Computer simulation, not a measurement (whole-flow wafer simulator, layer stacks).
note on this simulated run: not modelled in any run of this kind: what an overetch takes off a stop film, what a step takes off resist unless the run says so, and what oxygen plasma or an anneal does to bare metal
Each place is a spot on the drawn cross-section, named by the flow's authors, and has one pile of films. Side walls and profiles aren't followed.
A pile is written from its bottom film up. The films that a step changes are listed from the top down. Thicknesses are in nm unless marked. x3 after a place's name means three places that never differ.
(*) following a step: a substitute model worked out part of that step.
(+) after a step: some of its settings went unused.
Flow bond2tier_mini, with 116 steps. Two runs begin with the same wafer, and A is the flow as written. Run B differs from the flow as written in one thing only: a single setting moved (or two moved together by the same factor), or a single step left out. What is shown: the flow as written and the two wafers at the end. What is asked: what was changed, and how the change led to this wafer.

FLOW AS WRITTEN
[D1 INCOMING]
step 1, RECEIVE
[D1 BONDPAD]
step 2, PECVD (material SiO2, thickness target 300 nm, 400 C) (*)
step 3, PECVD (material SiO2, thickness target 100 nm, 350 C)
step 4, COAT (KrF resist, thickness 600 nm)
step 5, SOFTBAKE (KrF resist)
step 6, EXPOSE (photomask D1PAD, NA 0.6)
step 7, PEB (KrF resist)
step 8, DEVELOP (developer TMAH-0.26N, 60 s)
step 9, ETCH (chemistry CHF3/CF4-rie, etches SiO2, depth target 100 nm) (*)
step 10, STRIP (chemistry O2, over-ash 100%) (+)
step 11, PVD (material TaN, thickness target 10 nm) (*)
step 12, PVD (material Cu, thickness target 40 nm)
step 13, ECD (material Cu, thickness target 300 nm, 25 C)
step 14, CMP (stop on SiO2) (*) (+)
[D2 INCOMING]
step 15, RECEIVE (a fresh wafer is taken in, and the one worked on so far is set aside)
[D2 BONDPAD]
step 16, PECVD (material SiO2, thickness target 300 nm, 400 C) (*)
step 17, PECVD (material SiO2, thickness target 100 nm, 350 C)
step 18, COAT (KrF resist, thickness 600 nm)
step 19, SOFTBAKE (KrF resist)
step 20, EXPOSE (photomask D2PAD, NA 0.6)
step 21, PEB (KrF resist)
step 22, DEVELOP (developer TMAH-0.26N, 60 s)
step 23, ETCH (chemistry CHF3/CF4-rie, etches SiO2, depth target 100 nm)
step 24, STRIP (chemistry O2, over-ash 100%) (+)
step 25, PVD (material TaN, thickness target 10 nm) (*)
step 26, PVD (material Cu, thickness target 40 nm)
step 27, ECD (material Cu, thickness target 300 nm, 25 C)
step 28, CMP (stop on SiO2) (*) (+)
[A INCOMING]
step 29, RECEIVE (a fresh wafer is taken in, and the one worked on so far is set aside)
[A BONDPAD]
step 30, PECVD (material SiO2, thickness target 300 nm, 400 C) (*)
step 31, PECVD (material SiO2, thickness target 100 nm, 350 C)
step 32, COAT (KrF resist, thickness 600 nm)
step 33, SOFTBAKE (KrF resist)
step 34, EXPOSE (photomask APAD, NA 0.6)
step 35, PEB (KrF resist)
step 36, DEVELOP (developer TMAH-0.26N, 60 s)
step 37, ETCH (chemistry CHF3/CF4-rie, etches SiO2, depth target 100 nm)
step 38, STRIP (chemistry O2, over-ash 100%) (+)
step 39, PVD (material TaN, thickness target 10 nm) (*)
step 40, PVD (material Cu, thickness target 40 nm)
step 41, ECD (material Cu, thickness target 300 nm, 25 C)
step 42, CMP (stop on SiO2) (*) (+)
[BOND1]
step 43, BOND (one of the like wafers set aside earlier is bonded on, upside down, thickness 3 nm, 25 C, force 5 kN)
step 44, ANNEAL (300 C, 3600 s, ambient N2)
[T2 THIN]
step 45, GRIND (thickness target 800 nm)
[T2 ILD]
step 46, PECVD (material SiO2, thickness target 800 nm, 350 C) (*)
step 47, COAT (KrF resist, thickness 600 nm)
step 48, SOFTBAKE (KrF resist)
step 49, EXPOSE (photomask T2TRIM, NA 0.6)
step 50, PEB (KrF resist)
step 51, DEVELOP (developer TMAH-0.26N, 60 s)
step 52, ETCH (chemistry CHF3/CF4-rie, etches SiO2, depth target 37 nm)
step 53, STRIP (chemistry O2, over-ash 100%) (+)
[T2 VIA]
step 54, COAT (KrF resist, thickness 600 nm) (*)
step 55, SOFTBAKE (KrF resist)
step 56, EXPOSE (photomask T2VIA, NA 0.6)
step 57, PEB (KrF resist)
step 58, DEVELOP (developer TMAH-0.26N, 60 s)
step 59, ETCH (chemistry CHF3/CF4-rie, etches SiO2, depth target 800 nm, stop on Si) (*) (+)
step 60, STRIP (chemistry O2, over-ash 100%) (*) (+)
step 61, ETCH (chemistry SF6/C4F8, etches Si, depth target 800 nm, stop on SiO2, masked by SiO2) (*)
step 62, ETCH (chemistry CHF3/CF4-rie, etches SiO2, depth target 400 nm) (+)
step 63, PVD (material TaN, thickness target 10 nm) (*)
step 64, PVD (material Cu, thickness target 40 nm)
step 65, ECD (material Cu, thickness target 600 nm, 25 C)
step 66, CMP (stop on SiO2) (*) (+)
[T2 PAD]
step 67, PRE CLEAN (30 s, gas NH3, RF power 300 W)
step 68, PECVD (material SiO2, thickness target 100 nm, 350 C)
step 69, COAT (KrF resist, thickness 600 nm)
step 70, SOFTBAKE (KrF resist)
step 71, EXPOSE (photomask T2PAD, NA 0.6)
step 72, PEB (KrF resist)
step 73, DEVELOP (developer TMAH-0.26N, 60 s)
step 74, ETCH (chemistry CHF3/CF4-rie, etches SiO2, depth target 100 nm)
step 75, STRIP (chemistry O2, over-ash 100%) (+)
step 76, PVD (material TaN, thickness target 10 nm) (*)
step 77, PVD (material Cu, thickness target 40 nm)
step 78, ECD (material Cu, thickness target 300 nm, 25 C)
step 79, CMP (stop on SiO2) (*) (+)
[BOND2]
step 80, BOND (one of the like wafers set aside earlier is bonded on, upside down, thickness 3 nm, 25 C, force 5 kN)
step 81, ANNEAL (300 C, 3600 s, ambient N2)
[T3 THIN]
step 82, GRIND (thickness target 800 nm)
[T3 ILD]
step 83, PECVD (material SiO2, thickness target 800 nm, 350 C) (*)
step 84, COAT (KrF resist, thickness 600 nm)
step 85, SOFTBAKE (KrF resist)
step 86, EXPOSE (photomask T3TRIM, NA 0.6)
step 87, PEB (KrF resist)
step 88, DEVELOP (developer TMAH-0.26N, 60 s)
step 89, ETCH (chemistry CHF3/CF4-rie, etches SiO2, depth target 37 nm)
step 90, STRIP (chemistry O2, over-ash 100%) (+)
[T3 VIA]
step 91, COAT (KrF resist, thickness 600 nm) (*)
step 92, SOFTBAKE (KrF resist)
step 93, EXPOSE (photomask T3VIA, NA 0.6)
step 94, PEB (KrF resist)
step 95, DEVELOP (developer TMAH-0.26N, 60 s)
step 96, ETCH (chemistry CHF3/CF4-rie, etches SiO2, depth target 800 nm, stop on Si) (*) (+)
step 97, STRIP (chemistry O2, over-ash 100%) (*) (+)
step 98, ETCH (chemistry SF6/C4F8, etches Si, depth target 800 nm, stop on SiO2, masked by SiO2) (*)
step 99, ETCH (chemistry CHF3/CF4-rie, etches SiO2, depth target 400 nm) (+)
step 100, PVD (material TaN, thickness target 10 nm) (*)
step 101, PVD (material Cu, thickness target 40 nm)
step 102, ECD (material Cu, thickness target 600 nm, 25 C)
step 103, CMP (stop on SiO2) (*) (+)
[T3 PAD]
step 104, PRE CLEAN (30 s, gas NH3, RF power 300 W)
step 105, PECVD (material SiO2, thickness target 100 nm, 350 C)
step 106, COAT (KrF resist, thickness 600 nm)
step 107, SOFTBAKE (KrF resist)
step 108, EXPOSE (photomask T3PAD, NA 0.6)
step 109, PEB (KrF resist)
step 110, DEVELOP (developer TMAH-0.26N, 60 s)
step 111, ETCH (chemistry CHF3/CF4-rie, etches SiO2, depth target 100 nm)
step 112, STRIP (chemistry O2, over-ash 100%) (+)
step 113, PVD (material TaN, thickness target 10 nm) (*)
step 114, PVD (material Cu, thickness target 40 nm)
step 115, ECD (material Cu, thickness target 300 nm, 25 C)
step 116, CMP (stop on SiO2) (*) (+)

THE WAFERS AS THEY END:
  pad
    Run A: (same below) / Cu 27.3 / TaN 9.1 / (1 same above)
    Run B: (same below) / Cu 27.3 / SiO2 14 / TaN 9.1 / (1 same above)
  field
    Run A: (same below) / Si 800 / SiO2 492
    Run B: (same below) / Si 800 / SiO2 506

The reason: step 105, PECVD: thickness target 114 nm was run, though the flow has thickness target 100 nm.

The path from the change to this, step by step:
  step 105, PECVD (material SiO2, thickness target 100 nm, 350 C)
      field: A +100 SiO2 | B +114 SiO2
      pad: A +100 SiO2 (new film) | B +114 SiO2 (new film)
  step 111, ETCH (chemistry CHF3/CF4-rie, etches SiO2, depth target 100 nm)
      pad: A -100 SiO2 (all of it) | B -100 SiO2
With metal films that touch counted as one body, pad has 4 bodies (between them, from the top down: SiO2 14; SiO2 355 / Si 800 / chemical SiO2 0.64 / SiO2 300; SiO2 355 / Si 800 / chemical SiO2 0.64 / SiO2 300); the flow as written gives 3 bodies (between them, from the top down: SiO2 355 / Si 800 / chemical SiO2 0.64 / SiO2 300; SiO2 355 / Si 800 / chemical SiO2 0.64 / SiO2 300).
